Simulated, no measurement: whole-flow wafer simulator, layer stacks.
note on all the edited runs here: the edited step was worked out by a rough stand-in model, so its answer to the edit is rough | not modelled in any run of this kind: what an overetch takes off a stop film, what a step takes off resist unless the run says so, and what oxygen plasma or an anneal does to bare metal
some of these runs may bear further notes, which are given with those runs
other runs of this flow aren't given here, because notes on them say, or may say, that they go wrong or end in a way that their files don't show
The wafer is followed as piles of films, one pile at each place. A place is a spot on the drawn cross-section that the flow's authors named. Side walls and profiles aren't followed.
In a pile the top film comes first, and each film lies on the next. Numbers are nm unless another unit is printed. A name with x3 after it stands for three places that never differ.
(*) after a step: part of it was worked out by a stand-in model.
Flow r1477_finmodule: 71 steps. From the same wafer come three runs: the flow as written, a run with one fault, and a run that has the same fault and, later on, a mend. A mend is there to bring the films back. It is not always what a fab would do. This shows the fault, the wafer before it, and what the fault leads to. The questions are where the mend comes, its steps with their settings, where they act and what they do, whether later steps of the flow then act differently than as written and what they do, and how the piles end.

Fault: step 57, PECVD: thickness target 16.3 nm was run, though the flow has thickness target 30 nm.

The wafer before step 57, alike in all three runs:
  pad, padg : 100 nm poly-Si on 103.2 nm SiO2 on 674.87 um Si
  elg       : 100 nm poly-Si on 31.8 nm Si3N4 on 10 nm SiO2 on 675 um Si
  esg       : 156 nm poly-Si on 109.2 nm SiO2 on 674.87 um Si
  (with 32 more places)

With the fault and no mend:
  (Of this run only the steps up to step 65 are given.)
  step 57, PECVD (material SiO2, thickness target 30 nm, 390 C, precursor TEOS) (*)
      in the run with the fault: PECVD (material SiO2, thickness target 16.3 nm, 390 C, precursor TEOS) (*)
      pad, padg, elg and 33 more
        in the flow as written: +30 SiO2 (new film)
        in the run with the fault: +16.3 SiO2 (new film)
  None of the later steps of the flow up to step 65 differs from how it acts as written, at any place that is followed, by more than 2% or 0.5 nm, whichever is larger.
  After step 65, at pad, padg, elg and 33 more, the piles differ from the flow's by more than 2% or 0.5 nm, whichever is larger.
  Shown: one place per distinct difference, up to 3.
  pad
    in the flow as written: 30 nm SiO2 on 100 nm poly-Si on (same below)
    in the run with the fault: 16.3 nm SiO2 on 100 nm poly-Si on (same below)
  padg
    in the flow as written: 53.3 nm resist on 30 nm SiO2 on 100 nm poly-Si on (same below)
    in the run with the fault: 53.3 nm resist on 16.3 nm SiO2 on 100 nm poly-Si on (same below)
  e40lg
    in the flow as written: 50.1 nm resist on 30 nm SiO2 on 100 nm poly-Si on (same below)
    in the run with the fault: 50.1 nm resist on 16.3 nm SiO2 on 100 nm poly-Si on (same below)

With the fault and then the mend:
  The mend follows step 64.
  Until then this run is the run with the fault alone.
  step 64a, STRIP (resist, chemistry O2, 60 C)
      padg, elg, esg
        -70 resist (all of it)
      e40lg, e100lg, e200lg
        -66.9 resist (all of it)
      s40sg, s45sg
        -91 resist (all of it)
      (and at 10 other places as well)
  step 64b, PECVD (material SiO2, thickness target 13.7 nm, 390 C, precursor TEOS) (*) (a further turn of the flow's step 57, with different settings)
      pad, padg, elg and 33 more
        +13.7 SiO2
  step 64c, DEHYDRATE (150 C, 120 s) (a further turn of the flow's step 59)
      alters no film at any place that is followed
  step 64d, COAT (resist, thickness 70 nm) (*) (a further turn of the flow's step 60)
      e40lg, e100lg, e200lg, elo, e40lo, e100lo, e200lo
        +66.9 resist (new film)
      pad, padg, elg, esg
        +70 resist (new film)
      s40sg, s45sg, s40so, s45so
        +91 resist (new film)
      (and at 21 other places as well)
  step 64e, SOFTBAKE (180 C, 180 s) (*) (a further turn of the flow's step 61)
      alters no film at any place that is followed
  step 64f, EXPOSE (resist, photomask GATE) (a further turn of the flow's step 62)
      alters no film at any place that is followed
  step 64g, DEVELOP (*) (a further turn of the flow's step 63)
      elo, e40lo, e100lo, e200lo
        -66.9 resist (all of it)
      eso, e40so
        -129.5 resist (all of it)
      s40so, s45so
        -91 resist (all of it)
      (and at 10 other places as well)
  None of the later steps of the flow acts differently than as written at any place that is followed.
  The piles end the same as the flow's at every place that both follow.
